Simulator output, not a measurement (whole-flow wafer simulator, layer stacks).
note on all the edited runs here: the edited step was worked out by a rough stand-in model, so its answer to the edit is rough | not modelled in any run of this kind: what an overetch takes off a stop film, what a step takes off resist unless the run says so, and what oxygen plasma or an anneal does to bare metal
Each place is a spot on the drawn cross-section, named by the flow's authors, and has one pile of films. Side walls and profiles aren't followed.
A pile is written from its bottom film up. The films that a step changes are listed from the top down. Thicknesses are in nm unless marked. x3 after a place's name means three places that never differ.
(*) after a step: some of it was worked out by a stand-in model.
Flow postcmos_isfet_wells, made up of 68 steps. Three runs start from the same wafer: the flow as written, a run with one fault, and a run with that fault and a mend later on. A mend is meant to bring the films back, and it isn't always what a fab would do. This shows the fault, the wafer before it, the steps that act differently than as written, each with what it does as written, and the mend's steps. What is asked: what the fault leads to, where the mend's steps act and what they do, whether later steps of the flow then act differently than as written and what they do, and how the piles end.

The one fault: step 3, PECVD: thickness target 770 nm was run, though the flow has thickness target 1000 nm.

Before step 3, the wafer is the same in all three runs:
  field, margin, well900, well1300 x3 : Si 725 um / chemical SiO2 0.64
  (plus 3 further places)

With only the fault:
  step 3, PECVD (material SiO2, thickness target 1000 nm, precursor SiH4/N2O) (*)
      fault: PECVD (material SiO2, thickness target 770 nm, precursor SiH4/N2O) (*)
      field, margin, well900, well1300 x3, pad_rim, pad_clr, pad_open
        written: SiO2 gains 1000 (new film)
        fault: SiO2 gains 770 (new film)
  None of the later steps of the flow acts differently than as written at any place that is followed.
  By the end, the piles at field, margin, well900, well1300 x3, pad_rim, pad_clr, pad_open depart from the flow's by more than 2% or 0.5 nm, whichever is larger.
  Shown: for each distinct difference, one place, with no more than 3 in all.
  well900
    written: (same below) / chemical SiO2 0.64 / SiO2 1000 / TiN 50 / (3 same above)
    fault: (same below) / chemical SiO2 0.64 / SiO2 770 / TiN 50 / (3 same above)
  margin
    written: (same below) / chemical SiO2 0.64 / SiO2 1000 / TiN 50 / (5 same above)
    fault: (same below) / chemical SiO2 0.64 / SiO2 770 / TiN 50 / (5 same above)
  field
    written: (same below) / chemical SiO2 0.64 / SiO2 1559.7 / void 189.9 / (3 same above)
    fault: (same below) / chemical SiO2 0.64 / SiO2 1329.7 / void 189.9 / (3 same above)

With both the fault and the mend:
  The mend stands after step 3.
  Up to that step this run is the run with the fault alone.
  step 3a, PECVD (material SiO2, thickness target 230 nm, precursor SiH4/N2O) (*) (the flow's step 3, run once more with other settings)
      field, margin, well900, well1300 x3, pad_rim, pad_clr, pad_open
        SiO2 gains 230
  None of the later steps of the flow acts differently than as written at any place that is followed.
  The piles end the same as the flow's at every place that both follow.
